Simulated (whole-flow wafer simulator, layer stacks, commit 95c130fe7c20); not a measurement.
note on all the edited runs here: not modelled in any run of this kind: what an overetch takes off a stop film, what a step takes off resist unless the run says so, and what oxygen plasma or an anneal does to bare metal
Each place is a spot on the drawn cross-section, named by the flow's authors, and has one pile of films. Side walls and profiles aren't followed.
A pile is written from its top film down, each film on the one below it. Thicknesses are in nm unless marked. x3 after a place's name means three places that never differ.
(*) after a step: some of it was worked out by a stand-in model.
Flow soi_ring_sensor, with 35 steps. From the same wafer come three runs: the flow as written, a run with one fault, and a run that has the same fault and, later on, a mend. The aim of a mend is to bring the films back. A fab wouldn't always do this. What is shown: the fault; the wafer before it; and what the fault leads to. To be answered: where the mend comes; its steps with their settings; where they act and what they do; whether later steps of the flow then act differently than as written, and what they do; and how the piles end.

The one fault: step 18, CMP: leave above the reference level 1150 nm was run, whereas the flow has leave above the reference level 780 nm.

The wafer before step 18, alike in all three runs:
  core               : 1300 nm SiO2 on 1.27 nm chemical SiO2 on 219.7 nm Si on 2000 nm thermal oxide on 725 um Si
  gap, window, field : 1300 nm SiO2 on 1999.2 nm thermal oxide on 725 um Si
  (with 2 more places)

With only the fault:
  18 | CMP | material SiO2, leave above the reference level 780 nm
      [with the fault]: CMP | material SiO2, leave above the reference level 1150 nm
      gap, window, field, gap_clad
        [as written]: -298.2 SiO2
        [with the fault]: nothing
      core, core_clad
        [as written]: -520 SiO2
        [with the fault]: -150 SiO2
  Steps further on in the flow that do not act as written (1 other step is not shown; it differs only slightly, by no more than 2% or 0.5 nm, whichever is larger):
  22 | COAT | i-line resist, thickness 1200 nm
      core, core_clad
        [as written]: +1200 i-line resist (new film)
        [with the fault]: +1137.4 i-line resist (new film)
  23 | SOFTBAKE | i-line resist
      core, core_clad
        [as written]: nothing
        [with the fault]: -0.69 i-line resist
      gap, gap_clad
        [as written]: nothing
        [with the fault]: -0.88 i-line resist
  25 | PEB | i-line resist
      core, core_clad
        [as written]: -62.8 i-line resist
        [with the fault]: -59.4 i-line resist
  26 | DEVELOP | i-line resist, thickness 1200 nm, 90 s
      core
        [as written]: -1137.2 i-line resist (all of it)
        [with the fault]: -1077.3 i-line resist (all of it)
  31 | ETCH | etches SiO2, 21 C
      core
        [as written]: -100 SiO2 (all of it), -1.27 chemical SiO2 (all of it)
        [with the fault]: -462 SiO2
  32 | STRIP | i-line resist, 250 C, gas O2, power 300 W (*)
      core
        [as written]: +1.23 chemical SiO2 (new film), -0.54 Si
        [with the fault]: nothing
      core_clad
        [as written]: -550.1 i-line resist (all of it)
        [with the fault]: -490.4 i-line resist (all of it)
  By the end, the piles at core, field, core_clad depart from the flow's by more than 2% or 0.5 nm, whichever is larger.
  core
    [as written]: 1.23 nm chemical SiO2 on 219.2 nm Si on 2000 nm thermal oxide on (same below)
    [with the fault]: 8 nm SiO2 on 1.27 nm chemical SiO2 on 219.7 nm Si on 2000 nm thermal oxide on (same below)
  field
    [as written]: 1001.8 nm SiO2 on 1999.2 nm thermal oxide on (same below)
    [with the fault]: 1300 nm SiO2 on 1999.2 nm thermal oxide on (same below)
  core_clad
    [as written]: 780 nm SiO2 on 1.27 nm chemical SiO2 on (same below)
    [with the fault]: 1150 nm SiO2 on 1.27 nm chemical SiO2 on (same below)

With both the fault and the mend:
  The mend follows step 27.
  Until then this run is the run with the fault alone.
  27a | STRIP | i-line resist, 250 C, gas O2, power 300 W (*)
      field
        -1137.9 i-line resist (all of it)
      core_clad
        -1077.3 i-line resist (all of it)
      gap_clad
        -1145.6 i-line resist (all of it)
  27b | CMP | material SiO2, leave above the reference level 780 nm (the flow's step 18 again)
      gap, window, field, gap_clad
        -298.2 SiO2
      core, core_clad
        -370 SiO2
  27c | HMDS | 120 C, 60 s (the flow's step 21 again)
      leaves every film unchanged at each place that is followed
  27d | COAT | i-line resist, thickness 1200 nm (the flow's step 22 again)
      core, gap, window, field, core_clad, gap_clad
        +1200 i-line resist (new film)
  27e | SOFTBAKE | i-line resist (the flow's step 23 again)
      leaves every film unchanged at each place that is followed
  27f | EXPOSE | photomask WINDOW, dose 101 mJ/cm2, NA 0.5, wavelength 365 nm (*) (the flow's step 24 again)
      leaves every film unchanged at each place that is followed
  27g | PEB | i-line resist (the flow's step 25 again)
      core, gap, window, field, core_clad, gap_clad
        -62.8 i-line resist
  27h | DEVELOP | i-line resist, thickness 1200 nm, 90 s (the flow's step 26 again)
      core, gap, window
        -1137.2 i-line resist (all of it)
      field, core_clad, gap_clad
        -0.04 i-line resist
  None of the later steps of the flow acts differently than as written at any place that is followed.
  At every place that both follow, the piles at the end match the flow's.
